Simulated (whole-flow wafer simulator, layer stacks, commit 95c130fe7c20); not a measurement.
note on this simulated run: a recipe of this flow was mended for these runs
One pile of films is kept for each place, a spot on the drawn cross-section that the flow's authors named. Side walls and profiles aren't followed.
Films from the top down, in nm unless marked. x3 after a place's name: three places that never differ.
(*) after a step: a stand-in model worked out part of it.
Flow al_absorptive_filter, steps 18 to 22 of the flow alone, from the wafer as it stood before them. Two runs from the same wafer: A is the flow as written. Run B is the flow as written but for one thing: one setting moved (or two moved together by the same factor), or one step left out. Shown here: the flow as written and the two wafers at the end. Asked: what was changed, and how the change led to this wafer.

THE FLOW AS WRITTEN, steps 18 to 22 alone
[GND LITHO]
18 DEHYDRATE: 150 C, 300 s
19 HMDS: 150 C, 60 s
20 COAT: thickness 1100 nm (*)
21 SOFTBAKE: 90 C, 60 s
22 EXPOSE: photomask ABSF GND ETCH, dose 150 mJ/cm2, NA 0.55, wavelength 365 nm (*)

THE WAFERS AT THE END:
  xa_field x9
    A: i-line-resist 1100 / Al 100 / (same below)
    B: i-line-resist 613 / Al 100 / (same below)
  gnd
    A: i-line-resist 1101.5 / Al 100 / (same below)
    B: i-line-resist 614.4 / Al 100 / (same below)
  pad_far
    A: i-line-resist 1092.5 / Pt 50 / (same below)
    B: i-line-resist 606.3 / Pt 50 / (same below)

The cause: step 20, COAT: thickness 613 nm was run, where the flow has thickness 1100 nm.
It can be read off the wafer: xa_field x9 has i-line-resist 613, and step 20 as written asks for 1100 nm.

How the change led to this, step by step:
  20 COAT: thickness 1100 nm (*)
      xa_field x9: A i-line-resist +1100 (new film) | B i-line-resist +613 (new film)
      gnd: A i-line-resist +1101.5 (new film) | B i-line-resist +614.4 (new film)
      (and at 4 more places)
